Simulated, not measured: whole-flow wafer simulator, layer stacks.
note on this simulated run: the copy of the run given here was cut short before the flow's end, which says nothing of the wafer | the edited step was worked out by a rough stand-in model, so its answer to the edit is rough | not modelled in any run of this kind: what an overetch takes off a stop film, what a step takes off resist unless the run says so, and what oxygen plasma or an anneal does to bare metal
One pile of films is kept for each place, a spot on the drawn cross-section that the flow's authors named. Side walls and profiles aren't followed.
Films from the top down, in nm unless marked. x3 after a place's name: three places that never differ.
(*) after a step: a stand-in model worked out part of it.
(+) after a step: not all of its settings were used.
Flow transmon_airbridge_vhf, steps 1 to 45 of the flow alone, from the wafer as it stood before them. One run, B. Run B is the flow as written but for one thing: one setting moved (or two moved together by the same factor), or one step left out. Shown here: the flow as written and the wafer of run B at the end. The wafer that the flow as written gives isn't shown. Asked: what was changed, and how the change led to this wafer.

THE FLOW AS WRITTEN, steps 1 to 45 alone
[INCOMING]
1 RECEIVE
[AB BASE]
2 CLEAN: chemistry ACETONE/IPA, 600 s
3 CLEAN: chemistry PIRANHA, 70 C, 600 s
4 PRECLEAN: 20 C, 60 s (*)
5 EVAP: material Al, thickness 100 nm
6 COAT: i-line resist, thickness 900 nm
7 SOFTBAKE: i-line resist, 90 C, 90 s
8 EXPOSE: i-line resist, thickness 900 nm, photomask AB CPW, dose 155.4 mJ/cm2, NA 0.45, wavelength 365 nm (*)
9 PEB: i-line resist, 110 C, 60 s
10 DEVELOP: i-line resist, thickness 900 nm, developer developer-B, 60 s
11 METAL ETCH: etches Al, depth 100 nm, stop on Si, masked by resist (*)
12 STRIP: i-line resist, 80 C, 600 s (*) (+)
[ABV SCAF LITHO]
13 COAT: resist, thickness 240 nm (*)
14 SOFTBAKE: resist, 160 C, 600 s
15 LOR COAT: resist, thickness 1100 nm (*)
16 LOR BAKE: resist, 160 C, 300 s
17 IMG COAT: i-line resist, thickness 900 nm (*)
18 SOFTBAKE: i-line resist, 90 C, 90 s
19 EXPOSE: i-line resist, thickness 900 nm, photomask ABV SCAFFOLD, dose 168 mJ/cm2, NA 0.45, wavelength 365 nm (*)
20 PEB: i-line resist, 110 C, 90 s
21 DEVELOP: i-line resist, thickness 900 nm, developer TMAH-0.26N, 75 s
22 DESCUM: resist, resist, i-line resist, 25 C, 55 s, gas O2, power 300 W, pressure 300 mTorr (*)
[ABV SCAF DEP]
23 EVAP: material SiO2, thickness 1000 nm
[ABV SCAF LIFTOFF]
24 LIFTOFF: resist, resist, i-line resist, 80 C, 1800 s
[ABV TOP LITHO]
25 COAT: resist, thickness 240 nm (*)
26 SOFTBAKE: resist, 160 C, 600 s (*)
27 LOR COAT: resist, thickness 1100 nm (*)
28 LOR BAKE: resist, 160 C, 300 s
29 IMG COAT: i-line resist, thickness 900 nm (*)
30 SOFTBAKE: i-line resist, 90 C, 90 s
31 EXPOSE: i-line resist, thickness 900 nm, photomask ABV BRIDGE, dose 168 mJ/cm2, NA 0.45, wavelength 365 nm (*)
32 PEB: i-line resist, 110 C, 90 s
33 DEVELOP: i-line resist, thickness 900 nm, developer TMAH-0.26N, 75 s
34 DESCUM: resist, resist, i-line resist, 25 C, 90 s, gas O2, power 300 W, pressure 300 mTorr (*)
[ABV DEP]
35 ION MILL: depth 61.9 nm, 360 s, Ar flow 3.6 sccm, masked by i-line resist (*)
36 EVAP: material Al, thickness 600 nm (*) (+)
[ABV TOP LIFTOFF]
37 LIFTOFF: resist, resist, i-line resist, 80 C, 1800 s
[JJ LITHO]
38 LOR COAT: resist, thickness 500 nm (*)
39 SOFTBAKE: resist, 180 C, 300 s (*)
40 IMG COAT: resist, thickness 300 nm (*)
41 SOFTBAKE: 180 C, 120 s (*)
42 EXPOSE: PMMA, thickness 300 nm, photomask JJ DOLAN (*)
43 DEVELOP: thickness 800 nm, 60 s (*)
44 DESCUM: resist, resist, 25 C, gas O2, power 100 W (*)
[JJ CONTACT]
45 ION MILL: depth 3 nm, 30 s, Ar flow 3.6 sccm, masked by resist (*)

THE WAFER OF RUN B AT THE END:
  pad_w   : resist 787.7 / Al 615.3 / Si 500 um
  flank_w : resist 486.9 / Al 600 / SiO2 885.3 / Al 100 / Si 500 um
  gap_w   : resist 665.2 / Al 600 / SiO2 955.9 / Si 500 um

The cause: step 35, ION MILL: depth 75.8 nm was run, where the flow has depth 61.9 nm; step 35, ION MILL: 441 s was run, where the flow has 360 s.

How the change led to this, step by step:
  35 ION MILL: depth 61.9 nm, 360 s, Ar flow 3.6 sccm, masked by i-line resist (*)
      field x3, jj_line, ground_far, trace_open_s x2, margin_s, margin_n: i-line resist -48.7 (as written it would be: i-line resist -39.7)
      flank_w, gap_w, cpw_trace, gap_e, flank_e, bridge_strip: SiO2 -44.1 (as written it would be: SiO2 -36)
      (and at 2 more places)
  37 LIFTOFF: resist, resist, i-line resist, 80 C, 1800 s
      margin_s, margin_n: Al -600 (all of it), i-line resist -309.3 (all of it), resist -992 (all of it) (as written it would be: Al -600 (all of it), i-line resist -318.3 (all of it), resist -992 (all of it))
